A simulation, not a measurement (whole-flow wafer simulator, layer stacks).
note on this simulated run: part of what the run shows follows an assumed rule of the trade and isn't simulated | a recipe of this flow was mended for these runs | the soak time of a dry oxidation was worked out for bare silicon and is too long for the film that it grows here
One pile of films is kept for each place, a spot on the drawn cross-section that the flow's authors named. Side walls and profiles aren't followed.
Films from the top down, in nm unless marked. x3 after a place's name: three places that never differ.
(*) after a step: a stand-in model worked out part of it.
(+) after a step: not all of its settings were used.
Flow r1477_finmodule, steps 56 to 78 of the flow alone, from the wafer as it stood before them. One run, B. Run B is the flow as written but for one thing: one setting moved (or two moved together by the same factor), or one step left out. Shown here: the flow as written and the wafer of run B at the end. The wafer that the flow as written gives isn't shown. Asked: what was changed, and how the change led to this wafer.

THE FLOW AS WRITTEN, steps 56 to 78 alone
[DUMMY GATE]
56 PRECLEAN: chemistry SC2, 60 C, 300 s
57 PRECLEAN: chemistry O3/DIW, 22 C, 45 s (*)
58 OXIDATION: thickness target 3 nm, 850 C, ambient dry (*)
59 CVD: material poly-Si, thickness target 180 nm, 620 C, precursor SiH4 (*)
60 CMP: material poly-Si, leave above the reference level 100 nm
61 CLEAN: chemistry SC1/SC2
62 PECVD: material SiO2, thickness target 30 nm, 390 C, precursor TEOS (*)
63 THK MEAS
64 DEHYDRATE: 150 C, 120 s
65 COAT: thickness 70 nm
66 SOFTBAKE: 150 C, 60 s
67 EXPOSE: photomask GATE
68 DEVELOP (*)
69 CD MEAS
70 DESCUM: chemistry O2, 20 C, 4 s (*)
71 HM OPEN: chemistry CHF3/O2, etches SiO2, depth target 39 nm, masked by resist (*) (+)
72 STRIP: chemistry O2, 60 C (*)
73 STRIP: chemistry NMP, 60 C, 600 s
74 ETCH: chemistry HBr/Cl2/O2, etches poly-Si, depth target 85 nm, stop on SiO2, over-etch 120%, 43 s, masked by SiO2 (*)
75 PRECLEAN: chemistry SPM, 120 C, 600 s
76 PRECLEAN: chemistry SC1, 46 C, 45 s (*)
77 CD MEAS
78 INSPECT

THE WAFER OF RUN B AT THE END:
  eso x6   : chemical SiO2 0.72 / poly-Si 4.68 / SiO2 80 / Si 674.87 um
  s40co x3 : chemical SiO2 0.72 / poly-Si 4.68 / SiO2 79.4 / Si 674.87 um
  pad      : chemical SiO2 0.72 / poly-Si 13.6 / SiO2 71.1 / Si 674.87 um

The cause: step 71, HM OPEN: depth target 27.7 nm was run, where the flow has depth target 39 nm.

How the change led to this, step by step:
  71 HM OPEN: chemistry CHF3/O2, etches SiO2, depth target 39 nm, masked by resist (*) (+)
      pad, elo x7, eso x6, e200so, s40co x3: SiO2 -27.7 (as written it would be: SiO2 -30 (all of it), chemical SiO2 -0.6 (all of it), poly-Si -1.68)
      padg, elg x7, esg x6, e200sg, s40cg x3: e-beam-resist -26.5 (as written it would be: e-beam-resist -37.4)
  72 STRIP: chemistry O2, 60 C (*)
      pad, elo x7, eso x6, e200so, s40co x3: nothing (as written it would be: chemical SiO2 +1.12 (new film), poly-Si -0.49)
      padg, elg x7, esg x6, e200sg, s40cg x3: e-beam-resist -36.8 (all of it) (as written it would be: e-beam-resist -25.9 (all of it))
  74 ETCH: chemistry HBr/Cl2/O2, etches poly-Si, depth target 85 nm, stop on SiO2, over-etch 120%, 43 s, masked by SiO2 (*)
      eso x6, e200so, s40co x3: SiO2 -2.3 (all of it), chemical SiO2 -0.6 (all of it), poly-Si -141 (as written it would be: chemical SiO2 -1.12 (all of it), poly-Si -143.9 (all of it), SiO2 -0.22)
      elo x7: SiO2 -2.3 (all of it), chemical SiO2 -0.6 (all of it), poly-Si -99.7 (all of it), SiO2 -0.21 (as written it would be: chemical SiO2 -1.12 (all of it), poly-Si -97.6 (all of it), SiO2 -0.45)
      (and at 1 more place)
  75 PRECLEAN: chemistry SPM, 120 C, 600 s
      pad, eso x6, e200so, s40co x3: chemical SiO2 +0.8 (new film), poly-Si -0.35 (as written it would be: nothing)
